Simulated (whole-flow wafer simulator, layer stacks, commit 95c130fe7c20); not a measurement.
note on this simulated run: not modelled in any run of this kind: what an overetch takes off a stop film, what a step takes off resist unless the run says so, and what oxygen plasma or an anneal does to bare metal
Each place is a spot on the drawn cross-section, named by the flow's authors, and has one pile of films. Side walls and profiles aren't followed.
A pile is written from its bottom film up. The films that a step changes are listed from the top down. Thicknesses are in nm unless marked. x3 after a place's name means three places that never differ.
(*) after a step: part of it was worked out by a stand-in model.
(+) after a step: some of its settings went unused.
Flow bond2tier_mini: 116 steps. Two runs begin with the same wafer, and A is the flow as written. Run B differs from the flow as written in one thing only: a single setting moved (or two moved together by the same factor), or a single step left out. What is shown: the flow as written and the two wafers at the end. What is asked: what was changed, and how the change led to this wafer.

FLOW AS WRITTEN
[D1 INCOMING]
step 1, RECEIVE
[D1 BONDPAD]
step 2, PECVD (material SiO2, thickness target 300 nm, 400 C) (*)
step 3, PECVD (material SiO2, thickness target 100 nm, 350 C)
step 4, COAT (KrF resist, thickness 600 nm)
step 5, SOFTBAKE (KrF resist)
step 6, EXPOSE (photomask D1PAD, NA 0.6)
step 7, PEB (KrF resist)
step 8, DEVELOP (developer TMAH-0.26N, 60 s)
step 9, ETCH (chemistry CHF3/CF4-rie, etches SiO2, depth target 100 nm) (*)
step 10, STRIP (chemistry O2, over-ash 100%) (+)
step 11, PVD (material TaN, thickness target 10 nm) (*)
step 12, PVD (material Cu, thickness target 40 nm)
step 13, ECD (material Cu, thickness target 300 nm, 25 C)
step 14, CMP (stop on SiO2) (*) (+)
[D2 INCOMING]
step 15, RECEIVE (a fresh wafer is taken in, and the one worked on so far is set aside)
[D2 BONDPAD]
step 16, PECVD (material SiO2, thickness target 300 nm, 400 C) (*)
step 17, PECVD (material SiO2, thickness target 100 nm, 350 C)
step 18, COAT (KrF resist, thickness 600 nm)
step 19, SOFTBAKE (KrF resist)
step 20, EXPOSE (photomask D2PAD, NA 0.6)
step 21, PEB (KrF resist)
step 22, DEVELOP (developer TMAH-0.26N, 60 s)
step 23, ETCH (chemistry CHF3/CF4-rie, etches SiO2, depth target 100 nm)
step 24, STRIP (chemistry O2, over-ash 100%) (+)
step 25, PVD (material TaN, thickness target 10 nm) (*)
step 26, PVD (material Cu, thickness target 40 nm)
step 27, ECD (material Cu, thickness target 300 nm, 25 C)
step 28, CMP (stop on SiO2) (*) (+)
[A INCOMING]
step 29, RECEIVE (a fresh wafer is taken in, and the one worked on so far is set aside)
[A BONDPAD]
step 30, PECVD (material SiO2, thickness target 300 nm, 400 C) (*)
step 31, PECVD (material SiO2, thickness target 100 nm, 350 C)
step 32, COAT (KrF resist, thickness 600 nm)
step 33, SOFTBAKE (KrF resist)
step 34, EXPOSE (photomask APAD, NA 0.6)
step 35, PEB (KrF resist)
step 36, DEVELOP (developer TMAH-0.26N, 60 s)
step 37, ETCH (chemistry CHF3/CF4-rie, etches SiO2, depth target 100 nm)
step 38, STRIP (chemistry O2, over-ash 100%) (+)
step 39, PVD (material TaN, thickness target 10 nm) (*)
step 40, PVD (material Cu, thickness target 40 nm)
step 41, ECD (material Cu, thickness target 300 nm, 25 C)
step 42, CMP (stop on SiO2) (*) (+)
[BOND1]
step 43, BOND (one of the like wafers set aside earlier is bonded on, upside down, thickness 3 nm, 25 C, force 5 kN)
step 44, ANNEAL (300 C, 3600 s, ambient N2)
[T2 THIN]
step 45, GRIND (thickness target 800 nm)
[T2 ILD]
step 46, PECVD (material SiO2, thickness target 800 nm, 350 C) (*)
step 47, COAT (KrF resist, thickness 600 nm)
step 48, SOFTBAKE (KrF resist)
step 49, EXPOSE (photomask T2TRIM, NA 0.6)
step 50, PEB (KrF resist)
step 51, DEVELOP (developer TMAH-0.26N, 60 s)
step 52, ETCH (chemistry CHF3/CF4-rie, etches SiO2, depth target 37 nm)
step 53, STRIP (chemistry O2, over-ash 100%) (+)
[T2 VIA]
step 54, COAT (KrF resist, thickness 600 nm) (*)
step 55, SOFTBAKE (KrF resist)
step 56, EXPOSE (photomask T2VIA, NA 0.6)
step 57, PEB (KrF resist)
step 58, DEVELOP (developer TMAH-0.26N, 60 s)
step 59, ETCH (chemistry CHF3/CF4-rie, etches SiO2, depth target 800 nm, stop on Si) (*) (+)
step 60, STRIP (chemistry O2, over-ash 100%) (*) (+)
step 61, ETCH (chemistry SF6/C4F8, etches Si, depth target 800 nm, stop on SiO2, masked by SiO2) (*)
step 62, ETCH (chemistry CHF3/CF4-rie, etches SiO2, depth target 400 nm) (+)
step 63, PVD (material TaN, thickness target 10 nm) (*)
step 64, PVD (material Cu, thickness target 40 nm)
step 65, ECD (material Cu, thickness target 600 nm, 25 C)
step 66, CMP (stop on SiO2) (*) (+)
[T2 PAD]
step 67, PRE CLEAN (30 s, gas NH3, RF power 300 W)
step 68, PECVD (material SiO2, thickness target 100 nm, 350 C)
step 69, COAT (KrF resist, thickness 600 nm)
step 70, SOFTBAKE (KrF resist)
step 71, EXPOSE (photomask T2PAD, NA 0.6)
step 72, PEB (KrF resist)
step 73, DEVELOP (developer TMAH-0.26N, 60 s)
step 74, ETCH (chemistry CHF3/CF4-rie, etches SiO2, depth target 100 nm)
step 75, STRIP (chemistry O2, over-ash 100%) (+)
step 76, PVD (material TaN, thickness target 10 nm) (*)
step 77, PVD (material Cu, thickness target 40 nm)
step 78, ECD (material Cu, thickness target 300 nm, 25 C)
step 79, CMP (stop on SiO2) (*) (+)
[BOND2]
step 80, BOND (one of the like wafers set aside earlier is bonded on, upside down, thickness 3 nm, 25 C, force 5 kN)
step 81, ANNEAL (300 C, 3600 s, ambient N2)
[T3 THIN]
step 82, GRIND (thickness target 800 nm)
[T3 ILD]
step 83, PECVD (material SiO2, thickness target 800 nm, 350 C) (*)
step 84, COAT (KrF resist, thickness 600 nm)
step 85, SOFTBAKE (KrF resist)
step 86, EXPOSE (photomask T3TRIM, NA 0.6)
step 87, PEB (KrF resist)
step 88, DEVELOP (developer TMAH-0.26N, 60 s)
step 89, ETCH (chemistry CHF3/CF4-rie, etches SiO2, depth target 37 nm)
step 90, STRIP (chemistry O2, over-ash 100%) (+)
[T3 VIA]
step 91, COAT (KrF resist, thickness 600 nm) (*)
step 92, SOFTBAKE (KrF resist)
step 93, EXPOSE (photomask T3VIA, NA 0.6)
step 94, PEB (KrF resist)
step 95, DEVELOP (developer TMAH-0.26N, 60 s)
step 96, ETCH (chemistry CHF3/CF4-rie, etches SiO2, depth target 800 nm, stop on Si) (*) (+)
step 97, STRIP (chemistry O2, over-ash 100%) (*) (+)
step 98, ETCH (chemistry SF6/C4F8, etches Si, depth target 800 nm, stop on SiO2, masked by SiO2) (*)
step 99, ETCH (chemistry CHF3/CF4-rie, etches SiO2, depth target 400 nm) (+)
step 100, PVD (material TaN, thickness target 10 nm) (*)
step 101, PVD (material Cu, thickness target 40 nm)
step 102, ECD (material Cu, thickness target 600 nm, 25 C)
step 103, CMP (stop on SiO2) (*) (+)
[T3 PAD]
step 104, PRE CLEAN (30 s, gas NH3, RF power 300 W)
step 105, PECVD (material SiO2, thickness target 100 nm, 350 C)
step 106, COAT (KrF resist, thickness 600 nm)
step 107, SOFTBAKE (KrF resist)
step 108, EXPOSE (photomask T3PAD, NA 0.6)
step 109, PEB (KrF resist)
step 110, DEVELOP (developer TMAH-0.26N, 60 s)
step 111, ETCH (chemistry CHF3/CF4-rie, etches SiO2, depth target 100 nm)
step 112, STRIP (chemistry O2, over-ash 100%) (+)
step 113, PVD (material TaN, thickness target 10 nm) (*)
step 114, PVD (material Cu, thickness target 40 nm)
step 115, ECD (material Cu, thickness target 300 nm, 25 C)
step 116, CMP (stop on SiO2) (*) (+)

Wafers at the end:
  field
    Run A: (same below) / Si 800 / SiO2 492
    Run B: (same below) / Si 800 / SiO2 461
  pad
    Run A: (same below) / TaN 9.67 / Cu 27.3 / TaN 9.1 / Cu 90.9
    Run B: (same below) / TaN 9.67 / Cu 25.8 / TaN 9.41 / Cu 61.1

Cause: step 105, PECVD: thickness target 69 nm was run, whereas the flow has thickness target 100 nm.

The path from the change to this, step by step:
  step 105, PECVD (material SiO2, thickness target 100 nm, 350 C)
      field: A +100 SiO2 | B +69 SiO2
      pad: A +100 SiO2 (new film) | B +69 SiO2 (new film)
  step 111, ETCH (chemistry CHF3/CF4-rie, etches SiO2, depth target 100 nm)
      pad: A -100 SiO2 (all of it) | B -69 SiO2 (all of it), -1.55 Cu
  step 114, PVD (material Cu, thickness target 40 nm)
      pad: A +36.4 Cu (new film) | B +37.4 Cu (new film)
  step 115, ECD (material Cu, thickness target 300 nm, 25 C)
      pad: A +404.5 Cu | B +373.7 Cu
